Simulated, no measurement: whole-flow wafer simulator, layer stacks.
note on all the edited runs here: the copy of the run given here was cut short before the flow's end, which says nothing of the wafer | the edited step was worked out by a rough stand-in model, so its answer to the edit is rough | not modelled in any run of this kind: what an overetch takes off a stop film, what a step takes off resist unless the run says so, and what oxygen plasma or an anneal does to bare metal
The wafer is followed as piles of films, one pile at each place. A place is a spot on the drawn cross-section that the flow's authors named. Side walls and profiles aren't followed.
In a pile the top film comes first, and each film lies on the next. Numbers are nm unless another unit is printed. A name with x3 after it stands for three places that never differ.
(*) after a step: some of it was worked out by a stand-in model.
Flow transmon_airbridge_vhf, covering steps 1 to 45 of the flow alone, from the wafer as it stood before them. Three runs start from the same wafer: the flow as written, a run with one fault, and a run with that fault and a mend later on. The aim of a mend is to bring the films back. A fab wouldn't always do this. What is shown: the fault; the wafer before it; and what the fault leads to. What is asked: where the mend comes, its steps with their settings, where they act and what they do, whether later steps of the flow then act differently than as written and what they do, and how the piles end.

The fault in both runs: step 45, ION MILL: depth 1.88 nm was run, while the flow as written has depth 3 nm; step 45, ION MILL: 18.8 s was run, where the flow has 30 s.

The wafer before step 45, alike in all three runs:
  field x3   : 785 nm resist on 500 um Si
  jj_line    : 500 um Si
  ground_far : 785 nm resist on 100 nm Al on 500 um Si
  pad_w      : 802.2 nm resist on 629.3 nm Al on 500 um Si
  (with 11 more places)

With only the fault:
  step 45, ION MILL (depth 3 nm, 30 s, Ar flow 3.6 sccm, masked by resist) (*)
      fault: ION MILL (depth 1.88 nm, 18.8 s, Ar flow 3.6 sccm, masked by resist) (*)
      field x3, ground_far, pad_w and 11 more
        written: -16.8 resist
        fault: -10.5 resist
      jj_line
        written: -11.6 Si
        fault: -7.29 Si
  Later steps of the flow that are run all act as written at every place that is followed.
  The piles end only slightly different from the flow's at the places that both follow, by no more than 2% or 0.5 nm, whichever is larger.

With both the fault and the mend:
  The mend follows step 45.
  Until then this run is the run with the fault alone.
  step 45a, ION MILL (depth 1.12 nm, 11.2 s, Ar flow 3.6 sccm, masked by resist) (*) (a further turn of the flow's step 45, with different settings)
      field x3, ground_far, pad_w and 11 more
        -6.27 resist
      jj_line
        -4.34 Si
  Later steps of the flow that are run all act as written at every place that is followed.
  The piles end the same as the flow's at every place that both follow.
